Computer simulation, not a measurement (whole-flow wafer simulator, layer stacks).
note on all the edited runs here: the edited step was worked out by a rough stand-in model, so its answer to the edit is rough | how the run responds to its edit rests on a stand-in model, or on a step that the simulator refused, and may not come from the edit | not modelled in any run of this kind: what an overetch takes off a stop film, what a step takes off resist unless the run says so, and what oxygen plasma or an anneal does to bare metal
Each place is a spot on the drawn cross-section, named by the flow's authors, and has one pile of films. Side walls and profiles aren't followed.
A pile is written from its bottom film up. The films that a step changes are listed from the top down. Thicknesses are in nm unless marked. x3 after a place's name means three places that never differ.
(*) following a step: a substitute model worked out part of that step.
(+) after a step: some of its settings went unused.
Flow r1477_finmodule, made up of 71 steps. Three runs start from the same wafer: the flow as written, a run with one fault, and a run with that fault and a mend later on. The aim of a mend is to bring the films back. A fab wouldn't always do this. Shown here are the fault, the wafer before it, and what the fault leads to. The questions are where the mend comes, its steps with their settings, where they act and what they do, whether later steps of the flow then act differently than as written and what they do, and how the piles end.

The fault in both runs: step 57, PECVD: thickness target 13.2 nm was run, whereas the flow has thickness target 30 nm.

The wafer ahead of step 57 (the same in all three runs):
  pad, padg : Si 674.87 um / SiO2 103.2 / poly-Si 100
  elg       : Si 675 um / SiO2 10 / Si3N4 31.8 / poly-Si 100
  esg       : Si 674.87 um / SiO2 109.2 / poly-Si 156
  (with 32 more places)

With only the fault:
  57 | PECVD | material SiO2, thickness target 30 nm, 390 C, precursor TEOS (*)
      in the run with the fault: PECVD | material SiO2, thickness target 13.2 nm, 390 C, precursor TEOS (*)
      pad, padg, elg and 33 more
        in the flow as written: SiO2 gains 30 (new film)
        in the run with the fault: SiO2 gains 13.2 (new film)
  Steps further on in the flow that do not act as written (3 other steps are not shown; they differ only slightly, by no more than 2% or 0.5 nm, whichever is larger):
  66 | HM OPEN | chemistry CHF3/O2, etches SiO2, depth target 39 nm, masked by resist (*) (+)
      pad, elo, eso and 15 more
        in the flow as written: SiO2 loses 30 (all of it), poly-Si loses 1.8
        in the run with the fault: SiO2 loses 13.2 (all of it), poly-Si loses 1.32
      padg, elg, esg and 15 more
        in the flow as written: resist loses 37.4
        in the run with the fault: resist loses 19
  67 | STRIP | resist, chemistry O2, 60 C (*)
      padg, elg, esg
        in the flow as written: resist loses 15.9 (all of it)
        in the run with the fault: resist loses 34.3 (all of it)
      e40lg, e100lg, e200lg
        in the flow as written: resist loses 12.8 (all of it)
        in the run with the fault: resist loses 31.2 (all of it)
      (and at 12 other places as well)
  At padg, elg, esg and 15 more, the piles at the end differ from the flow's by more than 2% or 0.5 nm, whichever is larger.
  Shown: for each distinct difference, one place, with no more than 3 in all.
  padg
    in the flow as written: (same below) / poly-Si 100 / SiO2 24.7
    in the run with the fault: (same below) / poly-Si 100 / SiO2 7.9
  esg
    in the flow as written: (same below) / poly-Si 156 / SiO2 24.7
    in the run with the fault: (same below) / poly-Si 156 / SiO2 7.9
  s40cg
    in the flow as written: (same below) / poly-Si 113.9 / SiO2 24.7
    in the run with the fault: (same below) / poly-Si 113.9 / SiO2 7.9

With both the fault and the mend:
  After step 64 comes the mend.
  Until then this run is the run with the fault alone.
  64a | STRIP | resist, chemistry O2, 60 C
      padg, elg, esg
        resist loses 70 (all of it)
      e40lg, e100lg, e200lg
        resist loses 66.9 (all of it)
      s40sg, s45sg
        resist loses 91 (all of it)
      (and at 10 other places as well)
  64b | PECVD | material SiO2, thickness target 16.8 nm, 390 C, precursor TEOS (*) (a further turn of the flow's step 57, with different settings)
      pad, padg, elg and 33 more
        SiO2 gains 16.8
  64c | COAT | resist, thickness 70 nm (*) (a further turn of the flow's step 60)
      e40lg, e100lg, e200lg, elo, e40lo, e100lo, e200lo
        resist gains 66.9 (new film)
      pad, padg, elg, esg
        resist gains 70 (new film)
      s40sg, s45sg, s40so, s45so
        resist gains 91 (new film)
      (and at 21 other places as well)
  64d | SOFTBAKE | 180 C, 180 s (*) (a further turn of the flow's step 61)
      does not change any film at any place that is followed
  64e | EXPOSE | resist, photomask GATE (a further turn of the flow's step 62)
      does not change any film at any place that is followed
  64f | DEVELOP (*) (a further turn of the flow's step 63)
      elo, e40lo, e100lo, e200lo
        resist loses 66.9 (all of it)
      eso, e40so
        resist loses 129.5 (all of it)
      s40so, s45so
        resist loses 91 (all of it)
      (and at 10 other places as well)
  Later steps of the flow that are run all act as written at every place that is followed.
  At every place that both follow, the piles at the end match the flow's.
